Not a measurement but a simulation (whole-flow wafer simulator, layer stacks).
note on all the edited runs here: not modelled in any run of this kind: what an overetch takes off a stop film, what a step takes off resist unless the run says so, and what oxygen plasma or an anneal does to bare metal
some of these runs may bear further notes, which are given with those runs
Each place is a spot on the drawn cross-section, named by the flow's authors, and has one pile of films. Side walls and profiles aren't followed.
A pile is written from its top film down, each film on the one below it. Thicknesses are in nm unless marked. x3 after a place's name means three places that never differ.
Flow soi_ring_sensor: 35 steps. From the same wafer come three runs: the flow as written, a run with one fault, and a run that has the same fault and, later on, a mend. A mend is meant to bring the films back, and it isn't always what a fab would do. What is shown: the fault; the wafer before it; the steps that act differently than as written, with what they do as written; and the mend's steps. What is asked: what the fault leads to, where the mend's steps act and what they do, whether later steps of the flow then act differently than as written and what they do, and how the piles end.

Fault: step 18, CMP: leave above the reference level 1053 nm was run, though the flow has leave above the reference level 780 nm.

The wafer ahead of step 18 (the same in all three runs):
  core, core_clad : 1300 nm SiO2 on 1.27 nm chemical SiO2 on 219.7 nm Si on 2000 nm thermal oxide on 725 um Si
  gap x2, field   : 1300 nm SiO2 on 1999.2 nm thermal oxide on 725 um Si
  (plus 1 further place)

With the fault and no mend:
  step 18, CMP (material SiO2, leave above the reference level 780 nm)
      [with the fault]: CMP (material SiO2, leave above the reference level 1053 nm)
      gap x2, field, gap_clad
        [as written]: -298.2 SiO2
        [with the fault]: -25.2 SiO2
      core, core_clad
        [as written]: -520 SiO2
        [with the fault]: -247 SiO2
  Later steps of the flow acting differently than as written:
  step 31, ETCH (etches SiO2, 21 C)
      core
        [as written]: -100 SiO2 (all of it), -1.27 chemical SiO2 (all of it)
        [with the fault]: -373 SiO2 (all of it), -1.27 chemical SiO2 (all of it)
  The piles end different from the flow's at field, core_clad by more than 2% or 0.5 nm, whichever is larger.
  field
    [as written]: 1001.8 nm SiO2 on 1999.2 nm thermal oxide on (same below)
    [with the fault]: 1274.8 nm SiO2 on 1999.2 nm thermal oxide on (same below)
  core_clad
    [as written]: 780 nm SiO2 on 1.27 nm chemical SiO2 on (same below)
    [with the fault]: 1053 nm SiO2 on 1.27 nm chemical SiO2 on (same below)

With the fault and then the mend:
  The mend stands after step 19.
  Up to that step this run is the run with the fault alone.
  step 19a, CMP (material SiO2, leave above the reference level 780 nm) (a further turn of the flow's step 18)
      core, gap x2, field, core_clad, gap_clad
        -273 SiO2
  Every later step of the flow that is run acts as written at every place that is followed.
  At every place that both follow, the piles at the end match the flow's.
